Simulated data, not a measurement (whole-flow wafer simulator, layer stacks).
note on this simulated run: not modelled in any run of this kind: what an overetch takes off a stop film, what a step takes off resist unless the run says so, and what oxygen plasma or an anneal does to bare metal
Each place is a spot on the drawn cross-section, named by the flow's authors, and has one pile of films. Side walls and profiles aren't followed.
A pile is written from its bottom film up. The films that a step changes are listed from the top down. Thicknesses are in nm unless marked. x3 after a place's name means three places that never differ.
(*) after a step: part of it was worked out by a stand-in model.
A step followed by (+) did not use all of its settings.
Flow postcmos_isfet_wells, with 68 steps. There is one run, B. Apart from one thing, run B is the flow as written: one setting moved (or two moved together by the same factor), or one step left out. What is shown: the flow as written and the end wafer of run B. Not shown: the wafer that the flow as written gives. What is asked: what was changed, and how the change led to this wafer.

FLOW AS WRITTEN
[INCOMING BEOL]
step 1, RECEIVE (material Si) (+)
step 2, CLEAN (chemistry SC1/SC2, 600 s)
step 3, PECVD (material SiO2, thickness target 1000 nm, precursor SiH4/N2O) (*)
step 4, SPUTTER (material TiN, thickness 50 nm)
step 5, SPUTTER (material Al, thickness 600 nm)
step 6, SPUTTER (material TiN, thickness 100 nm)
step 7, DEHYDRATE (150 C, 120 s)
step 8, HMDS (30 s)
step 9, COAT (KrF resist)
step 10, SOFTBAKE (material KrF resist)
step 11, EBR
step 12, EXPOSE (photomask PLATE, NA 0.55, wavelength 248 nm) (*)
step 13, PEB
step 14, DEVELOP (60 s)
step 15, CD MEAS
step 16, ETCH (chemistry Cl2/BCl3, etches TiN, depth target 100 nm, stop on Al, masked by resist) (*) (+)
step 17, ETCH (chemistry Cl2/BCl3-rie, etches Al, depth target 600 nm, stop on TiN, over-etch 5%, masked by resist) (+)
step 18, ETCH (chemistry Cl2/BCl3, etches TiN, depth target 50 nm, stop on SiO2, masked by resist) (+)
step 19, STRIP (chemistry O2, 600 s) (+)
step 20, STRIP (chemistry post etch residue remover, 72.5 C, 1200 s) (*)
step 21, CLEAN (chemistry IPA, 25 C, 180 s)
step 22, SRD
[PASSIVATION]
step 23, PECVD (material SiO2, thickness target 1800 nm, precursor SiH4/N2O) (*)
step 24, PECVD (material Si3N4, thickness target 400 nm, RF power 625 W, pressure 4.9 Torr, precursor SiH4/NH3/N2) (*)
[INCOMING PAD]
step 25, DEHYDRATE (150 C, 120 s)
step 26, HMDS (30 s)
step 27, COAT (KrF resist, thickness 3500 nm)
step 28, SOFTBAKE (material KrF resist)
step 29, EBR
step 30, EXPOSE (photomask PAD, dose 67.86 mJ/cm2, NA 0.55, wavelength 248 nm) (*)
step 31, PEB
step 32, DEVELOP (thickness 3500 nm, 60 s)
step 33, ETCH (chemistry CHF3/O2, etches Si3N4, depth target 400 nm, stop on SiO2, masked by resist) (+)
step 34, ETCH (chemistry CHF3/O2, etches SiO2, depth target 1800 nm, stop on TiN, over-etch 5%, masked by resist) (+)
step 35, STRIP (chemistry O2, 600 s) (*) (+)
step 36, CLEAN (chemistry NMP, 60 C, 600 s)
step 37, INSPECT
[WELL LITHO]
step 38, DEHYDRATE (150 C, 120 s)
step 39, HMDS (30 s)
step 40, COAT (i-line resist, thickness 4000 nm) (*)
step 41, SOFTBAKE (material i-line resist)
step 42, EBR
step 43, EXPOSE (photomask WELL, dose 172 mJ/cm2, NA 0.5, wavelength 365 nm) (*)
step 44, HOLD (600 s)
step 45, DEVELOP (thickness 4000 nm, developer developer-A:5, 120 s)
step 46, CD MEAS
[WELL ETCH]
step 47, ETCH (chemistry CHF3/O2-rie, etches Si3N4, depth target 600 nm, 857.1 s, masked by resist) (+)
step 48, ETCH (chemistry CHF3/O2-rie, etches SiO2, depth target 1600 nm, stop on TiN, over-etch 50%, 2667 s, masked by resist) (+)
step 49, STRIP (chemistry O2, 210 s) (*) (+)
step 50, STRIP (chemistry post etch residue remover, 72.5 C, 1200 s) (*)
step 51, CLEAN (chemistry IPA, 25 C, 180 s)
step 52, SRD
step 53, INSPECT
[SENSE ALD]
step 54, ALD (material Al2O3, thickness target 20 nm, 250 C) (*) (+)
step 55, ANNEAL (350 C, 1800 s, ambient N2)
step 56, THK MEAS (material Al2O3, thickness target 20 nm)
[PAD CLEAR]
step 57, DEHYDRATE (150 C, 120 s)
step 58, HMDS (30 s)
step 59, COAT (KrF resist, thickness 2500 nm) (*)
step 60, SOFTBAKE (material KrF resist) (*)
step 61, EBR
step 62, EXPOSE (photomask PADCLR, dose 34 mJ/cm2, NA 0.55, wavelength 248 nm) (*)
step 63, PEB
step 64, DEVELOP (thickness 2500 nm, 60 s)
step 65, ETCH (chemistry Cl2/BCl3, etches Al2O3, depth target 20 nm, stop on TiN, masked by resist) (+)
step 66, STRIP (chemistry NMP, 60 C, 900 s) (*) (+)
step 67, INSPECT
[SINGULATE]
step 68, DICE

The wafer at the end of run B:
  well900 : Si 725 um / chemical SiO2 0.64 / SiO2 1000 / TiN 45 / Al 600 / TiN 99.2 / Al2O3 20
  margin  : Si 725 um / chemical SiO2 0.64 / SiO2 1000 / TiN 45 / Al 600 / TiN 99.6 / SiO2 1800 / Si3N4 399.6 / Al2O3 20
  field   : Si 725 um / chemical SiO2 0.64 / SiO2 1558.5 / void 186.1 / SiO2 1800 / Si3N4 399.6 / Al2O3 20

What caused this: step 4, SPUTTER: thickness 45 nm was run, while the flow as written has thickness 50 nm.
The wafer lets one read it off: well900 has TiN 45, and step 4 as written asks for 50 nm.

The path from the change to this, step by step:
  step 4, SPUTTER (material TiN, thickness 50 nm)
      field, margin, well900 and 6 more: TiN gains 45 (new film) (it would be, as written: TiN gains 50 (new film))
  step 18, ETCH (chemistry Cl2/BCl3, etches TiN, depth target 50 nm, stop on SiO2, masked by resist) (+)
      field: TiN loses 45 (all of it) (it would be, as written: TiN loses 50 (all of it))
  step 23, PECVD (material SiO2, thickness target 1800 nm, precursor SiH4/N2O) (*)
      field: SiO2 gains 1800 (new film), void gains 186.1 (new film), SiO2 gains 558.5 (it would be, as written: SiO2 gains 1800 (new film), void gains 189.9 (new film), SiO2 gains 559.7)
